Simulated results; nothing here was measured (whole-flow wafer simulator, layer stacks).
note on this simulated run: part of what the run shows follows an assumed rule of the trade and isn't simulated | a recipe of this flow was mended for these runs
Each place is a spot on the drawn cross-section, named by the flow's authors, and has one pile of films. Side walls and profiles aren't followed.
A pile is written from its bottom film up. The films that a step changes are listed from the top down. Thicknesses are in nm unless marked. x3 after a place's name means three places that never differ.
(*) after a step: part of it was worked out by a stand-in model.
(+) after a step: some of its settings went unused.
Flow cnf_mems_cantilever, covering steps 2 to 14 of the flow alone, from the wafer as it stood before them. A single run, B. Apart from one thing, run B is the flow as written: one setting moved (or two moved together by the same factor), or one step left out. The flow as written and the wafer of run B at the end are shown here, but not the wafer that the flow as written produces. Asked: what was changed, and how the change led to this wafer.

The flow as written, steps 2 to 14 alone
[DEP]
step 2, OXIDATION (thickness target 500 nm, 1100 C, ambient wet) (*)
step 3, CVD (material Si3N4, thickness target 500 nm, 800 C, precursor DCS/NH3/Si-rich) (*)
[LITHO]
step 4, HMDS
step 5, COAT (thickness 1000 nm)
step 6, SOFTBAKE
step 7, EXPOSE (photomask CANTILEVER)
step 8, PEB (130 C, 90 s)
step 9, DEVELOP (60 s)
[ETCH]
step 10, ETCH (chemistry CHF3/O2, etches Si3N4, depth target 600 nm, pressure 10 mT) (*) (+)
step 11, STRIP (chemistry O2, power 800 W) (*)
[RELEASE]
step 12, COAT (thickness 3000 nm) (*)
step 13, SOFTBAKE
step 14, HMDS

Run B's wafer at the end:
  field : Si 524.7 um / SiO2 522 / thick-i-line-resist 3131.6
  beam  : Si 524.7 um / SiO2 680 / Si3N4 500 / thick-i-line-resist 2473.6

The reason: step 2, OXIDATION: thickness target 680 nm was run, though the flow has thickness target 500 nm; step 10, ETCH: depth target 816 nm was run, where the flow has depth target 600 nm.
One can read it off the wafer: beam has SiO2 680, and step 2 as written asks for 500 nm.

The path from the change to this, step by step:
  step 2, OXIDATION (thickness target 500 nm, 1100 C, ambient wet) (*)
      field, beam: +680 SiO2 (new film), -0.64 chemical SiO2 (all of it), -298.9 Si (in the flow as written it would be: +500 SiO2 (new film), -0.64 chemical SiO2 (all of it), -219.7 Si)
  step 10, ETCH (chemistry CHF3/O2, etches Si3N4, depth target 600 nm, pressure 10 mT) (*) (+)
      field: -500 Si3N4 (all of it), -158 SiO2 (in the flow as written it would be: -500 Si3N4 (all of it), -50 SiO2)
      beam: -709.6 KrF-resist (in the flow as written it would be: -521.7 KrF-resist)
  step 11, STRIP (chemistry O2, power 800 W) (*)
      beam: -273.1 KrF-resist (all of it) (in the flow as written it would be: -460.9 KrF-resist (all of it))
  step 12, COAT (thickness 3000 nm) (*)
      beam: +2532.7 thick-i-line-resist (new film) (in the flow as written it would be: +2607.6 thick-i-line-resist (new film))
  step 13, SOFTBAKE
      field: +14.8 thick-i-line-resist (in the flow as written it would be: +11.9 thick-i-line-resist)
      beam: -59.1 thick-i-line-resist (in the flow as written it would be: -47.6 thick-i-line-resist)
